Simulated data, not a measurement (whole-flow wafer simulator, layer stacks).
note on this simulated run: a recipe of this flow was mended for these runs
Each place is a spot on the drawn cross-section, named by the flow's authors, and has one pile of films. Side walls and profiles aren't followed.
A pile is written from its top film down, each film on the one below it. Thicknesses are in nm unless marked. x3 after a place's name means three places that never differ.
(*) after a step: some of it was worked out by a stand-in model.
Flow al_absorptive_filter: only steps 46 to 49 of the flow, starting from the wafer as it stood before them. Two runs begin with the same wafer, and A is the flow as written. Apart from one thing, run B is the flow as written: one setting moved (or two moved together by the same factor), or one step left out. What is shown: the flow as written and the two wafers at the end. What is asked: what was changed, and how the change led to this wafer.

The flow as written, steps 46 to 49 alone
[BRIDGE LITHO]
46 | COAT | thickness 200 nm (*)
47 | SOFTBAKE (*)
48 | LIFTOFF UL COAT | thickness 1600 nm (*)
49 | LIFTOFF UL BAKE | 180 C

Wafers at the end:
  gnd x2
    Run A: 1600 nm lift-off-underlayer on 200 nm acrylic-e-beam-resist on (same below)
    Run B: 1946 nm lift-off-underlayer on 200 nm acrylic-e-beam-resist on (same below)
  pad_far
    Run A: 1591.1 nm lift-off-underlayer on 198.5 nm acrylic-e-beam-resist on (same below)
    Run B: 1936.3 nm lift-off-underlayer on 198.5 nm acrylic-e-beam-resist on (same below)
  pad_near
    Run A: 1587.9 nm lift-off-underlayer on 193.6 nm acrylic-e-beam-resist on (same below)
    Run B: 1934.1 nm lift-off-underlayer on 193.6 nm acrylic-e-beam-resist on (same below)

The reason: step 48, LIFTOFF UL COAT: thickness 1946 nm was run, though the flow has thickness 1600 nm.
The wafer itself shows it: gnd x2 has lift-off-underlayer 1946, and step 48 as written asks for 1600 nm.

How this came from the change, step by step:
  48 | LIFTOFF UL COAT | thickness 1600 nm (*)
      gnd x2, idc_field: A lift-off-underlayer gains 1600 (new film) | B lift-off-underlayer gains 1946 (new film)
      pad_far: A lift-off-underlayer gains 1591.1 (new film) | B lift-off-underlayer gains 1936.3 (new film)
      (as well as at 10 more places)
